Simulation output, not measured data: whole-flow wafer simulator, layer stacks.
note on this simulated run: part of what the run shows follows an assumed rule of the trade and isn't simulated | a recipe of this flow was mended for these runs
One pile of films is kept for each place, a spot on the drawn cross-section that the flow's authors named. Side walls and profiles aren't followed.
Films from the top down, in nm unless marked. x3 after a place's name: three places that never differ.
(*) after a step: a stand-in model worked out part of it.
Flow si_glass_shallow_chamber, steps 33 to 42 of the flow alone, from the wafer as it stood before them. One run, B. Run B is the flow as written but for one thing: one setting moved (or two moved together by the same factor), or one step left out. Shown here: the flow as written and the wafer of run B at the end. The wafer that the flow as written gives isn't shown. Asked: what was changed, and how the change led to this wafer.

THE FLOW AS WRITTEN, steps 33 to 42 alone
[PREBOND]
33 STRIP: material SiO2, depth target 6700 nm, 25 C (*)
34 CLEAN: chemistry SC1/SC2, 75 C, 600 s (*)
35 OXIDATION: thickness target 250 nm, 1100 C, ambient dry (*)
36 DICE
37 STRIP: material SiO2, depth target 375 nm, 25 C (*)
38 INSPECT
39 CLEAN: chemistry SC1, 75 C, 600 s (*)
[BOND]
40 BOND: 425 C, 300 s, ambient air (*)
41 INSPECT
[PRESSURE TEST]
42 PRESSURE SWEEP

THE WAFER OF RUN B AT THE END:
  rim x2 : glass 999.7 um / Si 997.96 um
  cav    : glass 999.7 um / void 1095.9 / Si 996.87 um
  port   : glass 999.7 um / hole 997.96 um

The cause: step 35, OXIDATION: thickness target 490.6 nm was run, where the flow has thickness target 250 nm.

How the change led to this, step by step:
  35 OXIDATION: thickness target 250 nm, 1100 C, ambient dry (*)
      rim x2, cav, septum, ring: SiO2 +490.6 (new film), chemical SiO2 -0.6 (all of it), Si -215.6 (as written it would be: SiO2 +250 (new film), chemical SiO2 -0.6 (all of it), Si -109.7)
  37 STRIP: material SiO2, depth target 375 nm, 25 C (*)
      rim x2, cav, septum, ring: SiO2 -487.5 (as written it would be: SiO2 -250 (all of it))
  39 CLEAN: chemistry SC1, 75 C, 600 s (*)
      rim x2, cav, septum, ring: SiO2 -3.1 (all of it) (as written it would be: chemical SiO2 +0.6 (new film), Si -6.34)
  40 BOND: 425 C, 300 s, ambient air (*)
      port: glass +999.7 um (new film), hole +917.1 (as written it would be: glass +999.7 um (new film), hole +1017.3)
